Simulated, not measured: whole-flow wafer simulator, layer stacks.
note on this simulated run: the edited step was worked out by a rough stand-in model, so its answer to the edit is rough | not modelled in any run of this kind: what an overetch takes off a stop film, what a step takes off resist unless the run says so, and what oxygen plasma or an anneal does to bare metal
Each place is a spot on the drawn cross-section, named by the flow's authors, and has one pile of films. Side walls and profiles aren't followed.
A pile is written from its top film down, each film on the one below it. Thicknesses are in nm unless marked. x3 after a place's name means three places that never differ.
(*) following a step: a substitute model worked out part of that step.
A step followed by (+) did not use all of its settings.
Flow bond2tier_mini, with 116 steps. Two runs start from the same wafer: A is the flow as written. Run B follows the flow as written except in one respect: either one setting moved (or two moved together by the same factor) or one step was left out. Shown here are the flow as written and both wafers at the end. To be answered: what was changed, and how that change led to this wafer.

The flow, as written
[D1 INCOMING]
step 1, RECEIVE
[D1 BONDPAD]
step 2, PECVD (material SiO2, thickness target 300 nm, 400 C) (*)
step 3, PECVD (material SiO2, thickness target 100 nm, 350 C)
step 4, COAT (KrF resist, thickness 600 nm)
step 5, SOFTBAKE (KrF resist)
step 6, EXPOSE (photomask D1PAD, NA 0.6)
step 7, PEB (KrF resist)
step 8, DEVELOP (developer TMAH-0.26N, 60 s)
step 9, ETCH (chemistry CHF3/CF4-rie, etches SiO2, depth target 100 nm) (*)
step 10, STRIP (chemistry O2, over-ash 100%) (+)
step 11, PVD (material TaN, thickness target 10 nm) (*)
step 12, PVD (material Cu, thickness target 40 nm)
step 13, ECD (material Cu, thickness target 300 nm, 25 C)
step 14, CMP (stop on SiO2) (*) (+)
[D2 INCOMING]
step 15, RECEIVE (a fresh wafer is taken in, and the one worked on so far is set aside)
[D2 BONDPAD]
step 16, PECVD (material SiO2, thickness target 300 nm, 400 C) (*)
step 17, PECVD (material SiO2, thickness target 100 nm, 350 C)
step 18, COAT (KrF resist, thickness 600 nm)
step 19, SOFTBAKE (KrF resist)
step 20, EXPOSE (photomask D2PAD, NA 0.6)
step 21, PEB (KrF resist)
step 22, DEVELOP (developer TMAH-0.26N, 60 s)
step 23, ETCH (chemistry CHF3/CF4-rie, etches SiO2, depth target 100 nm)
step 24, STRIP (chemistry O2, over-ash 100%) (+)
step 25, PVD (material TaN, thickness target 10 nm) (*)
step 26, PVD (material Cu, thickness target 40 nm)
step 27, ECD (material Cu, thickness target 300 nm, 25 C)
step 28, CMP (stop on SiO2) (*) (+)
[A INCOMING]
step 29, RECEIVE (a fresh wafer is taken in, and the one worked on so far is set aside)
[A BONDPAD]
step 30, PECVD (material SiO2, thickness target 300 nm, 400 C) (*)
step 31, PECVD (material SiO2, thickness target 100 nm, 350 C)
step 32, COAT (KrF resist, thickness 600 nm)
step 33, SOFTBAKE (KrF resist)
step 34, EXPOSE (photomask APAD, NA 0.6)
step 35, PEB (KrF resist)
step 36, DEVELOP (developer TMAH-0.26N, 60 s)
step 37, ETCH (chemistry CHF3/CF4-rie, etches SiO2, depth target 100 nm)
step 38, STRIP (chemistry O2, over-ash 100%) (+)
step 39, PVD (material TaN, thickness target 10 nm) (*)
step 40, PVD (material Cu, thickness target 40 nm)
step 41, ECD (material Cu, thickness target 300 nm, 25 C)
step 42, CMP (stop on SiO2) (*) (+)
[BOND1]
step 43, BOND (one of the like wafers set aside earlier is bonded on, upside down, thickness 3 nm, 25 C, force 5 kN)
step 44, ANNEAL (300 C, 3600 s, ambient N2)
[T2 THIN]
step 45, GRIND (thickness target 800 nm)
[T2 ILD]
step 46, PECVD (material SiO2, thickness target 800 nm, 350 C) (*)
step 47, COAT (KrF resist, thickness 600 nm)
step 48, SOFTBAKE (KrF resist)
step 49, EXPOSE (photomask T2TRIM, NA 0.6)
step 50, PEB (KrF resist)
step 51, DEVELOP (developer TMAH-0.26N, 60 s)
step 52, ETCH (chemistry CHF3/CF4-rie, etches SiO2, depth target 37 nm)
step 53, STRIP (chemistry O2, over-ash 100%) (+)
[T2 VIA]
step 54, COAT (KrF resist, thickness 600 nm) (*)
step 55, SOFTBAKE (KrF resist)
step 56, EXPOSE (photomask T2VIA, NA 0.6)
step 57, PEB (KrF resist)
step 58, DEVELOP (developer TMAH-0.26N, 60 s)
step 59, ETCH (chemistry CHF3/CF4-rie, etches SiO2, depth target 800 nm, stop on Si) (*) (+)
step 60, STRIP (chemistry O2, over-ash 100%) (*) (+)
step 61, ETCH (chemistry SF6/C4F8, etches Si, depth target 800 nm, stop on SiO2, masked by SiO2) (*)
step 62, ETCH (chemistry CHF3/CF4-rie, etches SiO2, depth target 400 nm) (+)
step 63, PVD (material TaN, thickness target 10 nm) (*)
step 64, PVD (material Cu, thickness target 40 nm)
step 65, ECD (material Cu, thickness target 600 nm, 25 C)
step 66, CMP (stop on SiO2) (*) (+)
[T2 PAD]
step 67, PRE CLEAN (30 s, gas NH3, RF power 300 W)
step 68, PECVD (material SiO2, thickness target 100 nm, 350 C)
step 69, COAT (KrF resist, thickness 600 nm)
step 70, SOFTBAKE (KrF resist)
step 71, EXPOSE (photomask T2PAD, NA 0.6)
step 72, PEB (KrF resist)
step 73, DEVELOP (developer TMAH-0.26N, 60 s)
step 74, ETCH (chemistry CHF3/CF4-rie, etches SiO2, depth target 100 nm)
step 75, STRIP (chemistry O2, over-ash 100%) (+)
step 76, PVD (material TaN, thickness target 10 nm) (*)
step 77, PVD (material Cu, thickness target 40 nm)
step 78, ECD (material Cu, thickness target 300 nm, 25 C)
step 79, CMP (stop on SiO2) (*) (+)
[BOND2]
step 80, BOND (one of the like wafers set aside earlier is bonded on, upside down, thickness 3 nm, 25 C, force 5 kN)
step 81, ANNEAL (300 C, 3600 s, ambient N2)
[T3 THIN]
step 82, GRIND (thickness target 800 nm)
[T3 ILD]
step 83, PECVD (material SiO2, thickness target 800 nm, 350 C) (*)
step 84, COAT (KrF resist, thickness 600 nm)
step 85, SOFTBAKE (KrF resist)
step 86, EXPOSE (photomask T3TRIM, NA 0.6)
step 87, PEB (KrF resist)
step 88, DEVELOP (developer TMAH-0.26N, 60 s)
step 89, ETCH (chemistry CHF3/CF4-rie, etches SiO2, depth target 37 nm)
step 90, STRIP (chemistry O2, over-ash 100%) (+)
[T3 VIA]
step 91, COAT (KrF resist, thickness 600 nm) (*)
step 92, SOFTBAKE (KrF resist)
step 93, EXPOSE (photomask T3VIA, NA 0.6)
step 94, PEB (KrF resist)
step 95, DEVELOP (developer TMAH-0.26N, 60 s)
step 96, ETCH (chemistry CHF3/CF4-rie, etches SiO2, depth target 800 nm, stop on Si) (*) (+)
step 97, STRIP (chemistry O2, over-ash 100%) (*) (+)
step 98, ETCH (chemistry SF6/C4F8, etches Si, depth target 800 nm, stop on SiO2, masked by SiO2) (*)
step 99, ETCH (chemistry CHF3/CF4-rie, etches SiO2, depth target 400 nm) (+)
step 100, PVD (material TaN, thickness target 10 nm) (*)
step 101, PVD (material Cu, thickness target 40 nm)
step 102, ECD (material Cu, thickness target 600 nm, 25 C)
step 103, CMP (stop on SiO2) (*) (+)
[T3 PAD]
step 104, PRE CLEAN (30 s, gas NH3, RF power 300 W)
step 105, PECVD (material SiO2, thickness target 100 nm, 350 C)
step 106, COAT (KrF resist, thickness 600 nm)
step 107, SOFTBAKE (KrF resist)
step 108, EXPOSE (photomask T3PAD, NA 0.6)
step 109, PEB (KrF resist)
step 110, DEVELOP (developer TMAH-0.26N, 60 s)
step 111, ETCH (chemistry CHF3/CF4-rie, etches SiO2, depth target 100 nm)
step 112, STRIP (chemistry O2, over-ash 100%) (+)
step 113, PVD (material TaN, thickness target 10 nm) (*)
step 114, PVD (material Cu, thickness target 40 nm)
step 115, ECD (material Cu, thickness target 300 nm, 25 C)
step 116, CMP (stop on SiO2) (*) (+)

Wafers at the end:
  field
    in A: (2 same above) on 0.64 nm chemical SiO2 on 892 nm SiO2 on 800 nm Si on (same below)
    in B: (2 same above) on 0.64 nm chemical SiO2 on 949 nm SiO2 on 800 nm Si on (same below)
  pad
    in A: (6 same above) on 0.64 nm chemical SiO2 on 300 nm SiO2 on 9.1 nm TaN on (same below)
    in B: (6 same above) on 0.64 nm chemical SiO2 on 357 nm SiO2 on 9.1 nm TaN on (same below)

What caused this: step 16, PECVD: thickness target 357 nm was run, whereas the flow has thickness target 300 nm.
One can read it off the wafer: pad has SiO2 357, and step 16 as written asks for 300 nm.

The path from the change to this, step by step:
  step 16, PECVD (material SiO2, thickness target 300 nm, 400 C) (*)
      field, pad, via: A +300 SiO2 (new film) | B +357 SiO2 (new film)
  step 80, BOND (one of the like wafers set aside earlier is bonded on, upside down, thickness 3 nm, 25 C, force 5 kN)
      field: A +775 um Si (new film), +0.64 chemical SiO2 (new film), +400 SiO2 | B +775 um Si (new film), +0.64 chemical SiO2 (new film), +457 SiO2
      pad: A +775 um Si (new film), +0.64 chemical SiO2 (new film), +300 SiO2 (new film), +9.1 TaN (new film), +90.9 Cu | B +775 um Si (new film), +0.64 chemical SiO2 (new film), +357 SiO2 (new film), +9.1 TaN (new film), +90.9 Cu
